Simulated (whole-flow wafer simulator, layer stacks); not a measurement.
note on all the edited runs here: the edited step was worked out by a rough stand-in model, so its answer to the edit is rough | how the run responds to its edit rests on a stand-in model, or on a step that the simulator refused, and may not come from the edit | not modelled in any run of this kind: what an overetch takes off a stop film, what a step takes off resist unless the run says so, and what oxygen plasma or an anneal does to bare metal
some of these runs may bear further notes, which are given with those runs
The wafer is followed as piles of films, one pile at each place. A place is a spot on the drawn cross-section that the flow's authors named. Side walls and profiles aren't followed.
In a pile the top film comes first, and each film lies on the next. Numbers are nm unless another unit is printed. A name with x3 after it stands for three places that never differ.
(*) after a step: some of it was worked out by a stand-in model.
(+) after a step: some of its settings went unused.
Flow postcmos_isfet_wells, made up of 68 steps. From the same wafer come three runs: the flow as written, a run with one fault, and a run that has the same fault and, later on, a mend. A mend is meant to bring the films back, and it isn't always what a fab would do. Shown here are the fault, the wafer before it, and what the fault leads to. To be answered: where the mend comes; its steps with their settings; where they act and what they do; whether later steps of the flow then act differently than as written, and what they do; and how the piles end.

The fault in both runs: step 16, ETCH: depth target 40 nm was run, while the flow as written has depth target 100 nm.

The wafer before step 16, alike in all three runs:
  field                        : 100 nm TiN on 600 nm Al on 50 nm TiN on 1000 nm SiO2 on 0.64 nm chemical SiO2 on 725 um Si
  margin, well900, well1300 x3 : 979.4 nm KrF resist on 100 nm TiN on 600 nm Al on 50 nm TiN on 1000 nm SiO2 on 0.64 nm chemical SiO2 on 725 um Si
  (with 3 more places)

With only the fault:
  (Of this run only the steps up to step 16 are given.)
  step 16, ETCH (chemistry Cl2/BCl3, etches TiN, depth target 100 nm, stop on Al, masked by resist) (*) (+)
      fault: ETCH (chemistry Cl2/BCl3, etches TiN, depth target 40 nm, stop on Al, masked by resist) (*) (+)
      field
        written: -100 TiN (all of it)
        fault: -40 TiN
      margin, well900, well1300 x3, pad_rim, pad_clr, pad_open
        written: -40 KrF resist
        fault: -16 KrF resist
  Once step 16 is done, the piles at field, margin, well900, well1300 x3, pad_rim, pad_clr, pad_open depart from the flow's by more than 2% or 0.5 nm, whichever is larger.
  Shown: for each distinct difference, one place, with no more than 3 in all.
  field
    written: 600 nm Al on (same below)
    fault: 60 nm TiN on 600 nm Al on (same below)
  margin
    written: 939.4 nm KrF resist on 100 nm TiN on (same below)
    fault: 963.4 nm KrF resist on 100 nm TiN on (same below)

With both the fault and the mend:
  After step 16 comes the mend.
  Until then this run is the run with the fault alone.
  step 16a, ETCH (chemistry Cl2/BCl3, etches TiN, depth target 60 nm, stop on Al, masked by resist) (the flow's step 16 again, with other settings)
      margin, well900, well1300 x3, pad_rim, pad_clr, pad_open
        -24 KrF resist
      field
        -60 TiN (all of it)
  Every later step of the flow that is run acts as written at every place that is followed.
  The piles end the same as the flow's at every place that both follow.
